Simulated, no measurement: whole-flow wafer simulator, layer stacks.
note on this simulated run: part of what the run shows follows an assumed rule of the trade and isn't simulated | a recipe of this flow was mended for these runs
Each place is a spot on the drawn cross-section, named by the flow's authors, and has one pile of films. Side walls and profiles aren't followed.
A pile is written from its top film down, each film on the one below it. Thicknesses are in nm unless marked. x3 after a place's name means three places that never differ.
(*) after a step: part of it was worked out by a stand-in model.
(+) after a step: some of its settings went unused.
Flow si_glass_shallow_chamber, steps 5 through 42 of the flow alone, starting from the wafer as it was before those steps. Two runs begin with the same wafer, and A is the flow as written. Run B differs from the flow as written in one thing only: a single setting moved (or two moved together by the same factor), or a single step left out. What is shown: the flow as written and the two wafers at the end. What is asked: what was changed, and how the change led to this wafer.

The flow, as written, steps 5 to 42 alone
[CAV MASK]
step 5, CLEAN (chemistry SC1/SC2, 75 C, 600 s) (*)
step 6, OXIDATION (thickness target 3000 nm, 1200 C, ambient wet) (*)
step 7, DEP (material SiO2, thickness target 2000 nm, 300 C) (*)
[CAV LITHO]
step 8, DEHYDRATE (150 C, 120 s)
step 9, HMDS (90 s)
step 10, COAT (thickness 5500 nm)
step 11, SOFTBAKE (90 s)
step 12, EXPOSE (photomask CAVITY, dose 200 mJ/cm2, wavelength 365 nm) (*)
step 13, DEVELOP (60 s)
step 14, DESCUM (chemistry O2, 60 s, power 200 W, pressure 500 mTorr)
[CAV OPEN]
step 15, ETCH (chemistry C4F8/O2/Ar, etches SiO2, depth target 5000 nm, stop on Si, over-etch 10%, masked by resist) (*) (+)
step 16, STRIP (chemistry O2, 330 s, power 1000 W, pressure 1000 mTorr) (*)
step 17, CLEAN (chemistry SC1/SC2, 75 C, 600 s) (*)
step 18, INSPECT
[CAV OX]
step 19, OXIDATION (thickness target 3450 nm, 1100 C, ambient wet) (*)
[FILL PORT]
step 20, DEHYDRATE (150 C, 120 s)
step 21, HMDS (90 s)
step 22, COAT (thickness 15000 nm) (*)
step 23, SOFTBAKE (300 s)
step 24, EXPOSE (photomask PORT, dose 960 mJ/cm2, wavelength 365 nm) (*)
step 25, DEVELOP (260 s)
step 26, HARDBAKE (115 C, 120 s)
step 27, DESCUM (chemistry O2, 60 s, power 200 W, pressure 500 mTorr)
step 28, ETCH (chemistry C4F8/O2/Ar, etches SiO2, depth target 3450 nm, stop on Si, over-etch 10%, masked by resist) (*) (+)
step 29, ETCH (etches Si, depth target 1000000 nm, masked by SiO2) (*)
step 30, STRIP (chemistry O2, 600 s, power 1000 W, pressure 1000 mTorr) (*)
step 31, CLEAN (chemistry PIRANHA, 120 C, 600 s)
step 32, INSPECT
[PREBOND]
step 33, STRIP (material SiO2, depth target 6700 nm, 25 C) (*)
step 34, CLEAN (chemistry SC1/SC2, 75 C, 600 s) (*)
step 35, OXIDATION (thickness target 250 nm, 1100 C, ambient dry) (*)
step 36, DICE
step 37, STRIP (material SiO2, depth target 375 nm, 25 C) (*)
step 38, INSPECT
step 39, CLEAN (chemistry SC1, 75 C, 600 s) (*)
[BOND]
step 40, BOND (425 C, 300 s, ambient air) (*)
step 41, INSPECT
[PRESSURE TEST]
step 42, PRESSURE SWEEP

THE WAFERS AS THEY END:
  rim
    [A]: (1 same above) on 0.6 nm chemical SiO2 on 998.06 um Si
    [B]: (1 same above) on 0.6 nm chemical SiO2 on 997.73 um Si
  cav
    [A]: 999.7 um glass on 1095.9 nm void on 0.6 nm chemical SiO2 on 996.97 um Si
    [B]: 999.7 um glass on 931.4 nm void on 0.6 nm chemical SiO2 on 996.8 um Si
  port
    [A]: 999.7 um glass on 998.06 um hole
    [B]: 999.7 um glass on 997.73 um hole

The reason: step 6, OXIDATION: thickness target 3900 nm was run, while the flow as written has thickness target 3000 nm.

Step by step, how the change led to this:
  step 6, OXIDATION (thickness target 3000 nm, 1200 C, ambient wet) (*)
      rim, ramp, cav, port, septum, ring: A +3000 SiO2 (new film), -0.6 chemical SiO2 (all of it), -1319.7 Si | B +3900 SiO2 (new film), -0.6 chemical SiO2 (all of it), -1715.7 Si
  step 15, ETCH (chemistry C4F8/O2/Ar, etches SiO2, depth target 5000 nm, stop on Si, over-etch 10%, masked by resist) (*) (+)
      cav, port: A -5000 SiO2 (all of it), -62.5 Si | B -5500 SiO2
  step 16, STRIP (chemistry O2, 330 s, power 1000 W, pressure 1000 mTorr) (*)
      cav, port: A +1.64 chemical SiO2 (new film), -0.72 Si | B nothing
  step 17, CLEAN (chemistry SC1/SC2, 75 C, 600 s) (*)
      cav, port: A -1.04 chemical SiO2, -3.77 Si | B -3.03 SiO2
  step 19, OXIDATION (thickness target 3450 nm, 1100 C, ambient wet) (*)
      cav, port: A +3450 SiO2 (new film), -0.6 chemical SiO2 (all of it), -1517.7 Si | B +3085.4 SiO2, -1357.6 Si
      rim, ramp, septum, ring: A +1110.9 SiO2, -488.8 Si | B +968.5 SiO2, -426.2 Si
  step 22, COAT (thickness 15000 nm) (*)
      rim: A +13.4 um thick-i-line-resist (new film) | B +13.17 um thick-i-line-resist (new film)
      ramp: A +12.89 um thick-i-line-resist (new film) | B +12.59 um thick-i-line-resist (new film)
      (and at 4 other places as well)
  step 23, SOFTBAKE (300 s)
      rim: A -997 thick-i-line-resist | B -1156.1 thick-i-line-resist
      ramp: A -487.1 thick-i-line-resist | B -572.3 thick-i-line-resist
      (and at 4 other places as well)
  step 25, DEVELOP (260 s)
      port: A -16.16 um thick-i-line-resist (all of it) | B -16.33 um thick-i-line-resist (all of it)
  step 26, HARDBAKE (115 C, 120 s)
      rim, ramp: A -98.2 thick-i-line-resist | B -93.6 thick-i-line-resist
  step 28, ETCH (chemistry C4F8/O2/Ar, etches SiO2, depth target 3450 nm, stop on Si, over-etch 10%, masked by resist) (*) (+)
      port: A -3450 SiO2 (all of it), -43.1 Si | B -3482.3 SiO2 (all of it), -39.1 Si
  step 29, ETCH (etches Si, depth target 1000000 nm, masked by SiO2) (*)
      rim, ramp: A -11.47 um thick-i-line-resist (all of it), -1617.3 SiO2 | B -11.09 um thick-i-line-resist (all of it), -1821.7 SiO2
      port: A +997.05 um hole (new film), -997.05 um Si (all of it) | B +996.88 um hole (new film), -996.88 um Si (all of it)
      (and at 2 other places as well)
  step 30, STRIP (chemistry O2, 600 s, power 1000 W, pressure 1000 mTorr) (*)
      cav: A -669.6 thick-i-line-resist (all of it) | B -840 thick-i-line-resist (all of it)
  step 33, STRIP (material SiO2, depth target 6700 nm, 25 C) (*)
      rim, ramp: A -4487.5 SiO2 (all of it) | B -5040.8 SiO2 (all of it)
      septum: A -5732.1 SiO2 (all of it) | B -6472.4 SiO2 (all of it)
      (and at 1 other place as well)
  step 40, BOND (425 C, 300 s, ambient air) (*)
      cav: A +999.7 um glass (new film), +1095.9 void (new film) | B +999.7 um glass (new film), +931.4 void (new film)
      port: A +999.7 um glass (new film), +1017.3 hole | B +999.7 um glass (new film), +848.7 hole
